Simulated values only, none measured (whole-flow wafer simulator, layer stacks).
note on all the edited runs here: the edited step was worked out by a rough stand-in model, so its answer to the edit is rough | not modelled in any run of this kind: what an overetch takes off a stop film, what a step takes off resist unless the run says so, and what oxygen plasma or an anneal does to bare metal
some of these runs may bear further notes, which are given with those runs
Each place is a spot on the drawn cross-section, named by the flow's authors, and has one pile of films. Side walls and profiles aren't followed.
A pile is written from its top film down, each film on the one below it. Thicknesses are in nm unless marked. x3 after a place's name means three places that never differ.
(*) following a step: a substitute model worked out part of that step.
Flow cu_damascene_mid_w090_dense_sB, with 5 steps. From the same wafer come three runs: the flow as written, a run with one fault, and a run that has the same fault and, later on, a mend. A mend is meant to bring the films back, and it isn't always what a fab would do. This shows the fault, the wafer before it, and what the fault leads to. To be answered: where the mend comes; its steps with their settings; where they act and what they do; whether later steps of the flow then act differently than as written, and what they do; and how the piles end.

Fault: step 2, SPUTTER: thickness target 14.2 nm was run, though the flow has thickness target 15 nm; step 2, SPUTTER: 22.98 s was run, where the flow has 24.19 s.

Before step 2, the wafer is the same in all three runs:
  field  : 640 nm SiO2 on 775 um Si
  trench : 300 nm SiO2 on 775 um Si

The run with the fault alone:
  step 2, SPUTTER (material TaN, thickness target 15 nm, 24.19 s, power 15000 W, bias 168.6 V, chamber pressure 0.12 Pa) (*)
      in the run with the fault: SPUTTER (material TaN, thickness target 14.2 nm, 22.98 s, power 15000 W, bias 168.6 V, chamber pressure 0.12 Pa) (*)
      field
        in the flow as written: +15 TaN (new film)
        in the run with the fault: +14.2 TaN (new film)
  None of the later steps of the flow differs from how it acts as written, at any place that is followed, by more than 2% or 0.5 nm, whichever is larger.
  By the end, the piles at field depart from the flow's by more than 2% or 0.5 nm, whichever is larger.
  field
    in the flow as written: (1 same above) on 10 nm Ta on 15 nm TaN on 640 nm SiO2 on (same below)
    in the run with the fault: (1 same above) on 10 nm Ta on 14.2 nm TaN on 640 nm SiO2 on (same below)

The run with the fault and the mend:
  The mend follows step 2.
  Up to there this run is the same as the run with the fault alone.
  step 2a, SPUTTER (material TaN, thickness target 0.8 nm, 1.29 s, power 15000 W, bias 168.6 V, chamber pressure 0.12 Pa) (*) (the flow's step 2 again, with other settings)
      field
        +0.8 TaN
      trench
        +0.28 TaN
  None of the later steps of the flow acts differently than as written at any place that is followed.
  The piles end only slightly different from the flow's at the places that both follow, by no more than 2% or 0.5 nm, whichever is larger.
